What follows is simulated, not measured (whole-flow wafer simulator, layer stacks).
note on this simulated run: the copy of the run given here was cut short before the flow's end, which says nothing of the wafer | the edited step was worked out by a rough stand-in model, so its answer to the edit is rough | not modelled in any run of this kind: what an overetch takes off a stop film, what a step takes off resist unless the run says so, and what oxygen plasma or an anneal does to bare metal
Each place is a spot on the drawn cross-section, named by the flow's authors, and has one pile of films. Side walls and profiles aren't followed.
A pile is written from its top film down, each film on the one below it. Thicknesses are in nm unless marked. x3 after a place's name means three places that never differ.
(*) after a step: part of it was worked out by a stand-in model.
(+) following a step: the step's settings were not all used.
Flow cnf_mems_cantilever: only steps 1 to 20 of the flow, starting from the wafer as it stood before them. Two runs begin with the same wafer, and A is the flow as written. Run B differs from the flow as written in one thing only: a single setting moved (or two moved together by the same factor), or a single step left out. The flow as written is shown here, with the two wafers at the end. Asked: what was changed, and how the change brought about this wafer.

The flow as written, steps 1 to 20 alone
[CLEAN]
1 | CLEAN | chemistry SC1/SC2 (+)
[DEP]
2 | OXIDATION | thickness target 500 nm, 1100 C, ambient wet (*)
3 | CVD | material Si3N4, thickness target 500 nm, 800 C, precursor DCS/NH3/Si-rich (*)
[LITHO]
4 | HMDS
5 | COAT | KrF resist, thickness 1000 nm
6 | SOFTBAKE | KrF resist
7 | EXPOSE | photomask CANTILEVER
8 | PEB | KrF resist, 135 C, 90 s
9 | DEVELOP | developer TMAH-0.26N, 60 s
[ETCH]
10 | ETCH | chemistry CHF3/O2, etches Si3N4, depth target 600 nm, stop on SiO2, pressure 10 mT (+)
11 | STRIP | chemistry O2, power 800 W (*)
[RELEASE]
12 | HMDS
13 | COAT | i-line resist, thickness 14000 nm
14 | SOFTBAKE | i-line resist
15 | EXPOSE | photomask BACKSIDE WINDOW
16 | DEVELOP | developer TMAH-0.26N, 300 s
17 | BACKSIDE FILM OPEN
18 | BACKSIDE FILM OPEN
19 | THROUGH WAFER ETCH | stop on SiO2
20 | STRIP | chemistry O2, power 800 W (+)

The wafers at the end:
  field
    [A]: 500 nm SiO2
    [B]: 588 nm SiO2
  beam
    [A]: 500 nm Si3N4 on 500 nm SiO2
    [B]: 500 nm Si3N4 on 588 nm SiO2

What caused this: step 2, OXIDATION: thickness target 588 nm was run, though the flow has thickness target 500 nm.
One can read it off the wafer: field has SiO2 588, and step 2 as written asks for 500 nm.

Step by step, how the change led to this:
  2 | OXIDATION | thickness target 500 nm, 1100 C, ambient wet (*)
      field, beam: A SiO2 gains 500 (new film), chemical SiO2 loses 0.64 (all of it), Si loses 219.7 | B SiO2 gains 588 (new film), chemical SiO2 loses 0.64 (all of it), Si loses 258.4
  19 | THROUGH WAFER ETCH | stop on SiO2
      field: A under 1 film: Si loses 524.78 um (all of it) | B under 1 film: Si loses 524.74 um (all of it)
      beam: A under 2 films: Si loses 524.78 um (all of it) | B under 2 films: Si loses 524.74 um (all of it)
